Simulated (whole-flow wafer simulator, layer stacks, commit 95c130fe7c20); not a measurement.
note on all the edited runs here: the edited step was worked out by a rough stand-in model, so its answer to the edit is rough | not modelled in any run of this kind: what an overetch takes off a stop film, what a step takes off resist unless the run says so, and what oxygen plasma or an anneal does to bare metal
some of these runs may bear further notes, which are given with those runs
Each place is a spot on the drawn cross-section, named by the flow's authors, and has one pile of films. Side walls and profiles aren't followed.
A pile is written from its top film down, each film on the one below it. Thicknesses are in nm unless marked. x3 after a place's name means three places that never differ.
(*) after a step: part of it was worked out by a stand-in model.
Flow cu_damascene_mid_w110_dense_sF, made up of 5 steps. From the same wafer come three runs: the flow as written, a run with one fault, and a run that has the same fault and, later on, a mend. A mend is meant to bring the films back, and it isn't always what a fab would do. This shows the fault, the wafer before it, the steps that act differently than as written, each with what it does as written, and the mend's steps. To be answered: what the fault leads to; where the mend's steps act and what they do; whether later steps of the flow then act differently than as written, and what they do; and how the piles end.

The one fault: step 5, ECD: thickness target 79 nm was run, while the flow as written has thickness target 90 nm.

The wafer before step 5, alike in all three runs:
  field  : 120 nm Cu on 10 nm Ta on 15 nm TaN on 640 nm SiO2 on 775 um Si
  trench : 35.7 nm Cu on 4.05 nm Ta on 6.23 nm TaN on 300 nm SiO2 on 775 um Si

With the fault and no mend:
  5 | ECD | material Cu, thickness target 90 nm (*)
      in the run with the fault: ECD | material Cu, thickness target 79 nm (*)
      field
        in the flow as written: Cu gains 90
        in the run with the fault: Cu gains 79
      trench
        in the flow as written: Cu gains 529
        in the run with the fault: Cu gains 518
  Later steps of the flow that are run all act as written at every place that is followed.
  By the end, the piles at field depart from the flow's by more than 2% or 0.5 nm, whichever is larger.
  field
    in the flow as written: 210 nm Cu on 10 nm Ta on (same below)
    in the run with the fault: 199 nm Cu on 10 nm Ta on (same below)

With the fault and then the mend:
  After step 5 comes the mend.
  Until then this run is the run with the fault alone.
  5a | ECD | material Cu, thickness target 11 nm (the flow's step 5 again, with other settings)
      field, trench
        Cu gains 11
  Later steps of the flow that are run all act as written at every place that is followed.
  At every place that both follow, the piles at the end match the flow's.
